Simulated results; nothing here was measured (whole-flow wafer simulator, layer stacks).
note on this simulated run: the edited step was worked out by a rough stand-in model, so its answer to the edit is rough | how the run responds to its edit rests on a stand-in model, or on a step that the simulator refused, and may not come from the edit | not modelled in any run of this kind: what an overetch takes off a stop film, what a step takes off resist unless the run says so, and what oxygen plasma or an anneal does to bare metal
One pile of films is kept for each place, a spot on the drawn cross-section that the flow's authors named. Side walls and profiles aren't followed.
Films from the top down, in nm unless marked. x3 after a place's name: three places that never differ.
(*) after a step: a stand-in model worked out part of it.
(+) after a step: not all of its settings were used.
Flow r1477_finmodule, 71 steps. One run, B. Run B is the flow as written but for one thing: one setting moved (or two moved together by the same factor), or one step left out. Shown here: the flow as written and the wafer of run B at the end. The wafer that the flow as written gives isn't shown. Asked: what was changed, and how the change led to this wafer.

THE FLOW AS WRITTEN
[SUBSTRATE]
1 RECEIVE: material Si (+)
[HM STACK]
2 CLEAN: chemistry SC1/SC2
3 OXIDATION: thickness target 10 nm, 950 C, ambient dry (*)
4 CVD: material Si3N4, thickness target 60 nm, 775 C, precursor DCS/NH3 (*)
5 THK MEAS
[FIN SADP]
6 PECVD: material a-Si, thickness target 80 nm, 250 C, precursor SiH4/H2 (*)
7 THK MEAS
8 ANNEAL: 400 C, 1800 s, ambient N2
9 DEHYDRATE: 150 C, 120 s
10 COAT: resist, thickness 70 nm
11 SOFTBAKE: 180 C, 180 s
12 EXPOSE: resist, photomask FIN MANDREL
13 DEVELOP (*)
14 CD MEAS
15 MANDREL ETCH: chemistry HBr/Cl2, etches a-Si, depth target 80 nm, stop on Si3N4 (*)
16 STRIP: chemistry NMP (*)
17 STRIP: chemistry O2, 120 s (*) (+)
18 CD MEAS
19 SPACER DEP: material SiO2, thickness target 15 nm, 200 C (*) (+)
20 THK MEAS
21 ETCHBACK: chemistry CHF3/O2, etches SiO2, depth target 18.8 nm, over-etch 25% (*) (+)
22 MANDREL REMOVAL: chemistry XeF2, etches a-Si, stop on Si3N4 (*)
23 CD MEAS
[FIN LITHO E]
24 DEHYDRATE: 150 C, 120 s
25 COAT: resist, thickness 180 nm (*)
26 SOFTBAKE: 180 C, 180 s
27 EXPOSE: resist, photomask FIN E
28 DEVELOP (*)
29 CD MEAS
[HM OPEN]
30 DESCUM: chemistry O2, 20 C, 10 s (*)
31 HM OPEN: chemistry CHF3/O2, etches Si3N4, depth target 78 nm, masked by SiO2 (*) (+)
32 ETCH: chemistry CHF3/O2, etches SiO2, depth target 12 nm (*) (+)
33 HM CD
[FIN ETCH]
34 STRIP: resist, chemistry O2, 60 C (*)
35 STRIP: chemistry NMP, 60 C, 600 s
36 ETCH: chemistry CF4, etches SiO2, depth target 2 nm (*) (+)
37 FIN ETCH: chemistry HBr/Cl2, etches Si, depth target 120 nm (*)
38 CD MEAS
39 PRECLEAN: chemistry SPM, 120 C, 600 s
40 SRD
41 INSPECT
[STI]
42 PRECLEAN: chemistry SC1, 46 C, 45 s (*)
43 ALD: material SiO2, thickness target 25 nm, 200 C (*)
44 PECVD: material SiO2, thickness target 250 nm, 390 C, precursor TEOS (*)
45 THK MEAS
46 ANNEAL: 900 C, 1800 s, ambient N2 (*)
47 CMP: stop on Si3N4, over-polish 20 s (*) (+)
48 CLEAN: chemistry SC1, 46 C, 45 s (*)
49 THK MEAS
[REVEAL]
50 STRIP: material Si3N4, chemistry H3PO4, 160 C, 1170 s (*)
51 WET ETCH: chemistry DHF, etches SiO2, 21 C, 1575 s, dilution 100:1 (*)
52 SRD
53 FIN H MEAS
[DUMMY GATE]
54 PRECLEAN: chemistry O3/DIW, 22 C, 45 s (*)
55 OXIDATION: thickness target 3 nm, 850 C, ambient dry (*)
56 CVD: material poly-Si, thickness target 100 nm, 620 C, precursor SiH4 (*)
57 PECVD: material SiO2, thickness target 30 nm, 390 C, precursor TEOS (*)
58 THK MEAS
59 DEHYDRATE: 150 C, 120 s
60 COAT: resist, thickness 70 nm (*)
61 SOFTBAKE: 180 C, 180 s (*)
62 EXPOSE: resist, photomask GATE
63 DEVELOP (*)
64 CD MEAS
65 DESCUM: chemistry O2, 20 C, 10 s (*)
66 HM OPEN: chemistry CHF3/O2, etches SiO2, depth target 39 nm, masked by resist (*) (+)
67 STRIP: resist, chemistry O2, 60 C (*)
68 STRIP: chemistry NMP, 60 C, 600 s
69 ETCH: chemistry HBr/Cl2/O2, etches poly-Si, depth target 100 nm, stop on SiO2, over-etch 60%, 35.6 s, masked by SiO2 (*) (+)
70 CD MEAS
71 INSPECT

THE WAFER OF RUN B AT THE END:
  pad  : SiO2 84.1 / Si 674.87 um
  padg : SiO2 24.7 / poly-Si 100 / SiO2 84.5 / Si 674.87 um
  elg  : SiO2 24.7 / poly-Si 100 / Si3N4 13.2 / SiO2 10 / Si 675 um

The cause: step 4, CVD: thickness target 41.4 nm was run, where the flow has thickness target 60 nm.

How the change led to this, step by step:
  4 CVD: material Si3N4, thickness target 60 nm, 775 C, precursor DCS/NH3 (*)
      pad, padg, elg and 33 more: Si3N4 +41.4 (new film) (as written it would be: Si3N4 +60 (new film))
  31 HM OPEN: chemistry CHF3/O2, etches Si3N4, depth target 78 nm, masked by SiO2 (*) (+)
      pad, padg, esg and 13 more: Si3N4 -37.8 (all of it), SiO2 -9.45 (as written it would be: Si3N4 -56.4 (all of it), SiO2 -10 (all of it))
      elg, e40lg, e100lg, e200lg, elo, e40lo, e100lo, e200lo: resist -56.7 (as written it would be: resist -78)
      (and at 12 more places)
  32 ETCH: chemistry CHF3/O2, etches SiO2, depth target 12 nm (*) (+)
      pad, padg, e40sg and 11 more: SiO2 -0.55 (all of it), Si -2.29 (as written it would be: Si -2.4)
      esg, eso: SiO2 -0.55 (all of it), Si -2.29 (as written it would be: Si -1.77)
      (and at 6 more places)
  34 STRIP: resist, chemistry O2, 60 C (*)
      elg, e40lg, e100lg, e200lg, elo, e40lo, e100lo, e200lo: resist -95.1 (all of it) (as written it would be: resist -73.8 (all of it))
  43 ALD: material SiO2, thickness target 25 nm, 200 C (*)
      s40cg, s45cg, s50cg, s40co, s45co, s50co: SiO2 +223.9 (new film) (as written it would be: SiO2 +232.1 (new film))
      esg: SiO2 +176.1 (new film) (as written it would be: SiO2 +194.3 (new film))
  47 CMP: stop on Si3N4, over-polish 20 s (*) (+)
      pad, padg, e40sg and 11 more: SiO2 -90.5 (as written it would be: SiO2 -71.8)
      s40cg, s45cg, s50cg, s40co, s45co, s50co: SiO2 -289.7 (as written it would be: SiO2 -279)
      (and at 7 more places)
  50 STRIP: material Si3N4, chemistry H3PO4, 160 C, 1170 s (*)
      s40sg_line, s45sg_line, s50sg_line, s40so_line, s45so_line, s50so_line: Si3N4 -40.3 (all of it), SiO2 -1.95 (as written it would be: Si3N4 -58.9 (all of it), SiO2 -1.37)
  51 WET ETCH: chemistry DHF, etches SiO2, 21 C, 1575 s, dilution 100:1 (*)
      s40sg_line, s45sg_line, s50sg_line, s40so_line, s45so_line, s50so_line: SiO2 -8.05 (all of it) (as written it would be: SiO2 -8.63 (all of it))
  56 CVD: material poly-Si, thickness target 100 nm, 620 C, precursor SiH4 (*)
      s40cg, s40co: poly-Si +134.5 (new film) (as written it would be: poly-Si +113.9 (new film))
      s45cg, s45co: poly-Si +134.5 (new film) (as written it would be: poly-Si +113.4 (new film))
      (and at 2 more places)
  60 COAT: resist, thickness 70 nm (*)
      s40cg, s40co: resist +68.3 (new film) (as written it would be: resist +70.6 (new film))
      s40sg, s40so: resist +109.3 (new film) (as written it would be: resist +91 (new film))
      (and at 8 more places)
  63 DEVELOP (*)
      s40co: resist -68.3 (all of it) (as written it would be: resist -70.6 (all of it))
      s40so: resist -109.3 (all of it) (as written it would be: resist -91 (all of it))
      (and at 4 more places)
  67 STRIP: resist, chemistry O2, 60 C (*)
      s40cg: resist -14.2 (all of it) (as written it would be: resist -16.5 (all of it))
      s40sg: resist -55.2 (all of it) (as written it would be: resist -36.9 (all of it))
      (and at 4 more places)
  69 ETCH: chemistry HBr/Cl2/O2, etches poly-Si, depth target 100 nm, stop on SiO2, over-etch 60%, 35.6 s, masked by SiO2 (*) (+)
      s40co: chemical SiO2 -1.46 (all of it), poly-Si -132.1 (all of it), SiO2 -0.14 (as written it would be: chemical SiO2 -1.46 (all of it), poly-Si -111.5 (all of it), SiO2 -0.24)
      s45co: chemical SiO2 -1.46 (all of it), poly-Si -132.1 (all of it), SiO2 -0.14 (as written it would be: chemical SiO2 -1.46 (all of it), poly-Si -110.9 (all of it), SiO2 -0.25)
      (and at 1 more place)
